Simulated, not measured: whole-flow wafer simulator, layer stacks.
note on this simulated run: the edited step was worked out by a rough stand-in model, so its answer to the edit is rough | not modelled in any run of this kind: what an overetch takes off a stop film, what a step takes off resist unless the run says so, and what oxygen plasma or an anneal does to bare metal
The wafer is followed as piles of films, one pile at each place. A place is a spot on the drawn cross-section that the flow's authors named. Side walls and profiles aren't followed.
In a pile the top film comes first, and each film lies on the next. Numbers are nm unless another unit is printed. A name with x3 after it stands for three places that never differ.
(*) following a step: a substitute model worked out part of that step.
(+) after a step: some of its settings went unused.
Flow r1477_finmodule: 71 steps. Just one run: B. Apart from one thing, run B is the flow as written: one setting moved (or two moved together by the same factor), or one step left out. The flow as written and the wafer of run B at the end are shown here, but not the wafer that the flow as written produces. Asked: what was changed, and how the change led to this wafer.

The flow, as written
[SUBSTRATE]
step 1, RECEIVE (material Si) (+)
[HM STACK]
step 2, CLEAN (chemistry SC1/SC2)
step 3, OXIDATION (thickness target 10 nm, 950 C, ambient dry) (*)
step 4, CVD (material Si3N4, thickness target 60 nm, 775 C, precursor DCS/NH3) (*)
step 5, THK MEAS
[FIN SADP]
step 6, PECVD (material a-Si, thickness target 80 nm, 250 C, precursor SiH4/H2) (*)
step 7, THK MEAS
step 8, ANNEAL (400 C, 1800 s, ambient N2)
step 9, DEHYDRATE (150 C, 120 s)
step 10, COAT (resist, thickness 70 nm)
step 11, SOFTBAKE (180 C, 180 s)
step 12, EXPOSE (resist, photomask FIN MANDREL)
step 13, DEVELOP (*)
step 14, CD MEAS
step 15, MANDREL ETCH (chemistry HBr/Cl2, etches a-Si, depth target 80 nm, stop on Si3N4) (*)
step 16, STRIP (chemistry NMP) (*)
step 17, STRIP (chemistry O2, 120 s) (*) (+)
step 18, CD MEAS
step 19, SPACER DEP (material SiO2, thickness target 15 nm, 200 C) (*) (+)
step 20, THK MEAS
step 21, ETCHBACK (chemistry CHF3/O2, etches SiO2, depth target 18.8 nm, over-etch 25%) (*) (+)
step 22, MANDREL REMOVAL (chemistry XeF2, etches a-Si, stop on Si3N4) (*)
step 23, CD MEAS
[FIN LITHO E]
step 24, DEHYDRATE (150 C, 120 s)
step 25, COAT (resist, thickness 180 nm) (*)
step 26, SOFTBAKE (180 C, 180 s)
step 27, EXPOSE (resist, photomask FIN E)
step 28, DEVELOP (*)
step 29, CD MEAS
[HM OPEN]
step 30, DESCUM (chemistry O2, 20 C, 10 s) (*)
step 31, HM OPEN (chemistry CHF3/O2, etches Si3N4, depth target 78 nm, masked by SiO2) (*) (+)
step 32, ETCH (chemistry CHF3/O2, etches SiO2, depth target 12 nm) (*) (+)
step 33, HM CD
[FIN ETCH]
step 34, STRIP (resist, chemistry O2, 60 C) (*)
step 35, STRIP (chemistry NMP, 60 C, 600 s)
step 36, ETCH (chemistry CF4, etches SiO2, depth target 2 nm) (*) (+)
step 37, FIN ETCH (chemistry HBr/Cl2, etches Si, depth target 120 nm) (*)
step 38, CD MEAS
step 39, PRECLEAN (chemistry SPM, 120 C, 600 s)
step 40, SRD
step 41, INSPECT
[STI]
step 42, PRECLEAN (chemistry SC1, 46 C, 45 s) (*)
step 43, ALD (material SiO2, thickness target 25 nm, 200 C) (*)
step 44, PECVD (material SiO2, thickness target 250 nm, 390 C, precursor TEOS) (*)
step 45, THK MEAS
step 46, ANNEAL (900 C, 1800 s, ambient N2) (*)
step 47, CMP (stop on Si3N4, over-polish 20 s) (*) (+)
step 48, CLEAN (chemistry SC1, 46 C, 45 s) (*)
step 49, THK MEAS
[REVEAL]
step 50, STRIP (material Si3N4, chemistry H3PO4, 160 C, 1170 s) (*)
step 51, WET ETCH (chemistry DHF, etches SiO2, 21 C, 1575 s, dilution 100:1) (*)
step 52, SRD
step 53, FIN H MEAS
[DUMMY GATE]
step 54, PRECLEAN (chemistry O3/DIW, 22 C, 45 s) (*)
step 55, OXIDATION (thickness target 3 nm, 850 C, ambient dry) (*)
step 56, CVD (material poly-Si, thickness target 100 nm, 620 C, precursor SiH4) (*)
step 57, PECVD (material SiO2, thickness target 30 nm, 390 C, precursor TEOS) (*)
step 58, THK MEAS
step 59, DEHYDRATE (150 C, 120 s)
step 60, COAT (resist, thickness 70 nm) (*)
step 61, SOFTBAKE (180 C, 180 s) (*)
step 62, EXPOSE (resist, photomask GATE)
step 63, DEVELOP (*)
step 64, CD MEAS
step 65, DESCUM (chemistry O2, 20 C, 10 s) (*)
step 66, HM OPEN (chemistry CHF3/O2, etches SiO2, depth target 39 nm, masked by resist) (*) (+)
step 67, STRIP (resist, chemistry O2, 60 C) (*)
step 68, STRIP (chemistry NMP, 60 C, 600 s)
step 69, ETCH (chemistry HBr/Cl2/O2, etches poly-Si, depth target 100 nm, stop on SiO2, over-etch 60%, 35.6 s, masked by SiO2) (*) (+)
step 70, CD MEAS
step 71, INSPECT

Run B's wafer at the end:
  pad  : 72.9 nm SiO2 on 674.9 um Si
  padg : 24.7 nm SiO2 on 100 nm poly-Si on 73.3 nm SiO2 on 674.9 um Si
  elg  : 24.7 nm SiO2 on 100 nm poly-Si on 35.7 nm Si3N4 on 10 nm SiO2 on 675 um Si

Cause: step 37, FIN ETCH: depth target 90 nm was run, whereas the flow has depth target 120 nm.

Step by step, how the change led to this:
  step 37, FIN ETCH (chemistry HBr/Cl2, etches Si, depth target 120 nm) (*)
      pad, padg, esg and 19 more: -90 Si (in the flow as written it would be: -120 Si)
      elg, e40lg, e100lg, e200lg, elo, e40lo, e100lo, e200lo: -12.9 Si3N4 (in the flow as written it would be: -17.1 Si3N4)
      (and at 6 other places as well)
  step 43, ALD (material SiO2, thickness target 25 nm, 200 C) (*)
      s40cg, s45cg, s50cg, s40co, s45co, s50co: +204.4 SiO2 (new film) (in the flow as written it would be: +232.1 SiO2 (new film))
      esg: +168.5 SiO2 (new film) (in the flow as written it would be: +194.3 SiO2 (new film))
  step 47, CMP (stop on Si3N4, over-polish 20 s) (*) (+)
      pad, padg, e40sg and 11 more: -101.8 SiO2 (in the flow as written it would be: -71.8 SiO2)
      eso: -102.4 SiO2 (in the flow as written it would be: -72.4 SiO2)
  step 51, WET ETCH (chemistry DHF, etches SiO2, 21 C, 1575 s, dilution 100:1) (*)
      elg, e40lg, e100lg, e200lg, elo, e40lo, e100lo, e200lo: -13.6 SiO2 (all of it), -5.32 Si3N4 (in the flow as written it would be: -17.8 SiO2 (all of it), -4.97 Si3N4)
  step 56, CVD (material poly-Si, thickness target 100 nm, 620 C, precursor SiH4) (*)
      esg: +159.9 poly-Si (new film) (in the flow as written it would be: +156 poly-Si (new film))
  step 60, COAT (resist, thickness 70 nm) (*)
      e40sg, eso, e40so: +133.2 resist (new film) (in the flow as written it would be: +129.5 resist (new film))
      e100sg, e100so: +133.1 resist (new film) (in the flow as written it would be: +129.4 resist (new film))
      (and at 2 other places as well)
  step 63, DEVELOP (*)
      eso, e40so: -133.2 resist (all of it) (in the flow as written it would be: -129.5 resist (all of it))
      e100so: -133.1 resist (all of it) (in the flow as written it would be: -129.4 resist (all of it))
      (and at 1 other place as well)
  step 67, STRIP (resist, chemistry O2, 60 C) (*)
      e40sg: -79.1 resist (all of it) (in the flow as written it would be: -75.4 resist (all of it))
      e100sg: -79 resist (all of it) (in the flow as written it would be: -75.3 resist (all of it))
      (and at 1 other place as well)
